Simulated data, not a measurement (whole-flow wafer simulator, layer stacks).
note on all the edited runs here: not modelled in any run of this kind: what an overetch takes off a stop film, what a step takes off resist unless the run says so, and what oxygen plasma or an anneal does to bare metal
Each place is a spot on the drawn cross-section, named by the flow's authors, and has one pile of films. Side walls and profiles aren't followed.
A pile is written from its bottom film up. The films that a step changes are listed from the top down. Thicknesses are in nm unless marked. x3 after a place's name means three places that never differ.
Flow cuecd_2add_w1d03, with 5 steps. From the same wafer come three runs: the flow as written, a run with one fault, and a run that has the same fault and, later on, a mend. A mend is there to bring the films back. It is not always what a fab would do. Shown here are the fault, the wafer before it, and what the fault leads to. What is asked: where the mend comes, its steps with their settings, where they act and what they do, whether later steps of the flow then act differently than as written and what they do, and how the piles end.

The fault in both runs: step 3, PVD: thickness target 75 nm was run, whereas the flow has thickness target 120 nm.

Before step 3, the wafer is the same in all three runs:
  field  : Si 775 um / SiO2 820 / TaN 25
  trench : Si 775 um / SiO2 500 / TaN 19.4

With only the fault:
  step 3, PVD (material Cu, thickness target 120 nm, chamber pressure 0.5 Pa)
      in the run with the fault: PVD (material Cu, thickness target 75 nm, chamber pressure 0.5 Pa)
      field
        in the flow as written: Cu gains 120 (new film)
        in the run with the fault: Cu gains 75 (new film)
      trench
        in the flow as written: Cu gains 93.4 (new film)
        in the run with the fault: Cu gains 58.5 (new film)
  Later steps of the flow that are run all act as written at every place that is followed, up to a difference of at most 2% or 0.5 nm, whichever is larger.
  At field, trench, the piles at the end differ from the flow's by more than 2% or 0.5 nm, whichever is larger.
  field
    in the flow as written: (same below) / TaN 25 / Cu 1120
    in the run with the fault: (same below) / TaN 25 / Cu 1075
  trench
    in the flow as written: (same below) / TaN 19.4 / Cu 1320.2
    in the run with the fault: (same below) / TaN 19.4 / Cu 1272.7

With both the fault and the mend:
  After step 3 comes the mend.
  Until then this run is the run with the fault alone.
  step 3a, PVD (material Cu, thickness target 45 nm, chamber pressure 0.5 Pa) (the flow's step 3 again, with other settings)
      field
        Cu gains 45
      trench
        Cu gains 34
  Later steps of the flow that are run all act as written at every place that is followed, up to a difference of at most 2% or 0.5 nm, whichever is larger.
  At the end the piles are close to the flow's at the places that both follow, differing by at most 2% or 0.5 nm, whichever is larger.
